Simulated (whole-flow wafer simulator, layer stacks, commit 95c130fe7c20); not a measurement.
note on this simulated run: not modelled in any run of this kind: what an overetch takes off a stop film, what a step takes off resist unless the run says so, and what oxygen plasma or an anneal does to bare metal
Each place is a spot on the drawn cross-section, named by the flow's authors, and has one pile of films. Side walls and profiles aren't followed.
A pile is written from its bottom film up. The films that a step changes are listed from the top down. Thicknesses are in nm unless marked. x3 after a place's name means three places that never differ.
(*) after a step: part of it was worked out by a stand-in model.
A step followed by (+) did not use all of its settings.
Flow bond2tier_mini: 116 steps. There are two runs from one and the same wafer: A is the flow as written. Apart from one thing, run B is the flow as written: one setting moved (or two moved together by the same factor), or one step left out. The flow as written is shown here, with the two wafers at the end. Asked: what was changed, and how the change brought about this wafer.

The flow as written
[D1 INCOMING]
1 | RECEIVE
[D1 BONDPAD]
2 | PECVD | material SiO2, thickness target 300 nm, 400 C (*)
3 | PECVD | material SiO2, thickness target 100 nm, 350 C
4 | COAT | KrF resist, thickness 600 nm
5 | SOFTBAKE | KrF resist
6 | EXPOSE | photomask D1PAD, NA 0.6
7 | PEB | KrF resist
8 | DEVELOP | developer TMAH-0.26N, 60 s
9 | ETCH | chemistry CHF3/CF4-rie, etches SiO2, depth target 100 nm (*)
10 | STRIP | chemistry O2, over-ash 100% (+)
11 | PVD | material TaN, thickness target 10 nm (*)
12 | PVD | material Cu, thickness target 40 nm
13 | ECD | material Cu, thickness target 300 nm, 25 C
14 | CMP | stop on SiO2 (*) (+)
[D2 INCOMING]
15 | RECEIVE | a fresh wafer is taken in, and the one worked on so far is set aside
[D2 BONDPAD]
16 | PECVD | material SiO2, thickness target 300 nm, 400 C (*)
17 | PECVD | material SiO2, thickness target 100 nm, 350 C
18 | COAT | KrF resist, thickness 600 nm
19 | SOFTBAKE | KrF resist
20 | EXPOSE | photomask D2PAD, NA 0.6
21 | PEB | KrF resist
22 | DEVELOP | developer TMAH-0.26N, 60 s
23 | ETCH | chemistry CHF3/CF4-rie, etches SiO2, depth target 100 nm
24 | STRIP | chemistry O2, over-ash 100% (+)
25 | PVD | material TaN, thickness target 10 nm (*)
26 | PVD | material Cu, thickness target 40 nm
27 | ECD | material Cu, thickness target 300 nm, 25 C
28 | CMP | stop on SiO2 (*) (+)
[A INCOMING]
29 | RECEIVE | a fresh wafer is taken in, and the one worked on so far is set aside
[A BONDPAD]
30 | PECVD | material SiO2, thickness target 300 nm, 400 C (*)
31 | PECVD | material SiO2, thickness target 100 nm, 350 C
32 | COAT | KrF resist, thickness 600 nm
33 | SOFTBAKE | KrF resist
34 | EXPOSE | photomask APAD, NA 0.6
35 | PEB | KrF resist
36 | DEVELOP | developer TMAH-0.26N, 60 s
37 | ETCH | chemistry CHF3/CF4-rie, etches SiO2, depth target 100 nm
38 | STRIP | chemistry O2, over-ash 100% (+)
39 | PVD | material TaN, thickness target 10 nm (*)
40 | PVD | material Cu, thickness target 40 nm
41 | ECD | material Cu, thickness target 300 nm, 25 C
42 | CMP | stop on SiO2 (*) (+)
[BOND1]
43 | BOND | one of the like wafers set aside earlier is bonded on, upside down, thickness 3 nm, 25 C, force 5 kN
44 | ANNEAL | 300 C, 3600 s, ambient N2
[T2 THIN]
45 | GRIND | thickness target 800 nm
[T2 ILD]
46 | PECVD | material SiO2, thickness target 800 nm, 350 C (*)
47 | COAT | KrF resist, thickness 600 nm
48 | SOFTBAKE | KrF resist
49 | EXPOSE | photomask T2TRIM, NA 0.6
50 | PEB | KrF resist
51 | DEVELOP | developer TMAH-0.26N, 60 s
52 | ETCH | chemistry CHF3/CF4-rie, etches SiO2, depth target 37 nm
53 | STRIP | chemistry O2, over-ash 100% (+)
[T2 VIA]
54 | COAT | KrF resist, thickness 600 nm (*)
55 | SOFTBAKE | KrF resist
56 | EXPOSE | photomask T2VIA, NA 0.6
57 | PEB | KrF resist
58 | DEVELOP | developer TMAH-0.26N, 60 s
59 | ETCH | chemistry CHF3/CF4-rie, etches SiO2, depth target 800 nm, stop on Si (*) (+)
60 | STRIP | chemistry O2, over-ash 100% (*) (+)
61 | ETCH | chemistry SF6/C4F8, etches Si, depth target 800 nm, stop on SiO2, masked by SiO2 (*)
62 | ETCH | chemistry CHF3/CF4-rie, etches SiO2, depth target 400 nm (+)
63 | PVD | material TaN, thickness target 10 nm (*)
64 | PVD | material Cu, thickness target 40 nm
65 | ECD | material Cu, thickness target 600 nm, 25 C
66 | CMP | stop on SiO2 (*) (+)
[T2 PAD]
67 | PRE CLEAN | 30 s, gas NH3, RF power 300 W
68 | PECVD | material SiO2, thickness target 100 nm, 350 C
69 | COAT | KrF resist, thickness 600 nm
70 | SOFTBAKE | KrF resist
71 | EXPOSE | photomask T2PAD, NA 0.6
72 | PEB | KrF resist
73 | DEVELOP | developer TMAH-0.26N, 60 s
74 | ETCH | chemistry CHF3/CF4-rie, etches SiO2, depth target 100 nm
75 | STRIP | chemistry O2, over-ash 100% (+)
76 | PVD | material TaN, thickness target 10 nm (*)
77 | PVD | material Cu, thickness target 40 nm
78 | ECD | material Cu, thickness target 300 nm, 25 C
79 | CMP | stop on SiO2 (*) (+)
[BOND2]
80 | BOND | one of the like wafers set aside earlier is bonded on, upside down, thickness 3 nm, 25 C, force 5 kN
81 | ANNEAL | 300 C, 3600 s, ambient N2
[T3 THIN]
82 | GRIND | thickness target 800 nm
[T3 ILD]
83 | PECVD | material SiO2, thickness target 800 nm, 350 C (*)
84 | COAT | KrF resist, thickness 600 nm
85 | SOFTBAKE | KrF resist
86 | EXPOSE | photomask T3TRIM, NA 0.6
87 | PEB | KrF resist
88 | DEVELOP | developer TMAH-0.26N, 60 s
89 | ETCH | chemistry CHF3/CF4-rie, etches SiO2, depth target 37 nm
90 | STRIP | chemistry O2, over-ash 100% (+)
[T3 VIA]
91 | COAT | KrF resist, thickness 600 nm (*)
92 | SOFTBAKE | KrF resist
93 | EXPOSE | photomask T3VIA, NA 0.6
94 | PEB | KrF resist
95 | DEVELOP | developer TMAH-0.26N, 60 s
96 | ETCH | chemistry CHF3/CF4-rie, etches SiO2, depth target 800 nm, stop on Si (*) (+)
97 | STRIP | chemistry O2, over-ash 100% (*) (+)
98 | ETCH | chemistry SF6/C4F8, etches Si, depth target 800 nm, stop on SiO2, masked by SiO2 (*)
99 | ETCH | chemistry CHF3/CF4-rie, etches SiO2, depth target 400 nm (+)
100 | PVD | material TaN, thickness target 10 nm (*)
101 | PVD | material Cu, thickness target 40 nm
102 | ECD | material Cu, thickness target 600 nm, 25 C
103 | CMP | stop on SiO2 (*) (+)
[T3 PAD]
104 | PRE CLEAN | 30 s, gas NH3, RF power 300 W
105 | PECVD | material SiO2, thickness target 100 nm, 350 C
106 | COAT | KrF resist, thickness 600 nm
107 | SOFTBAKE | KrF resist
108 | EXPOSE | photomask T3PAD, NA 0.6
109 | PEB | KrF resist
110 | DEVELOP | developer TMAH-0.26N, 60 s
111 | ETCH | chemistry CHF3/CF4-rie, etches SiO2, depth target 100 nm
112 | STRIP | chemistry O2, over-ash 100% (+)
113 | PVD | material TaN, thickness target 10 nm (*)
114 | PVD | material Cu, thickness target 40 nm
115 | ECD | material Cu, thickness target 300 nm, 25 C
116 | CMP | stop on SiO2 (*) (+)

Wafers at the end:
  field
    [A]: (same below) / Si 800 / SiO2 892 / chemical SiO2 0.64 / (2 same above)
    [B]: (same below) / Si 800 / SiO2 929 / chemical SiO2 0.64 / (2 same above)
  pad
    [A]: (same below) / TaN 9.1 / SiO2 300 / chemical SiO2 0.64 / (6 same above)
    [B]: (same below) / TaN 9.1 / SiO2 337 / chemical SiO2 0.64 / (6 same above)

Cause: step 17, PECVD: thickness target 137 nm was run, whereas the flow has thickness target 100 nm.

How this came from the change, step by step:
  17 | PECVD | material SiO2, thickness target 100 nm, 350 C
      field, pad, via: A SiO2 gains 100 | B SiO2 gains 137
  80 | BOND | one of the like wafers set aside earlier is bonded on, upside down, thickness 3 nm, 25 C, force 5 kN
      field: A Si gains 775 um (new film), chemical SiO2 gains 0.64 (new film), SiO2 gains 400 | B Si gains 775 um (new film), chemical SiO2 gains 0.64 (new film), SiO2 gains 437
      pad: A Si gains 775 um (new film), chemical SiO2 gains 0.64 (new film), SiO2 gains 300 (new film), TaN gains 9.1 (new film), Cu gains 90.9 | B Si gains 775 um (new film), chemical SiO2 gains 0.64 (new film), SiO2 gains 337 (new film), TaN gains 9.1 (new film), Cu gains 90.9
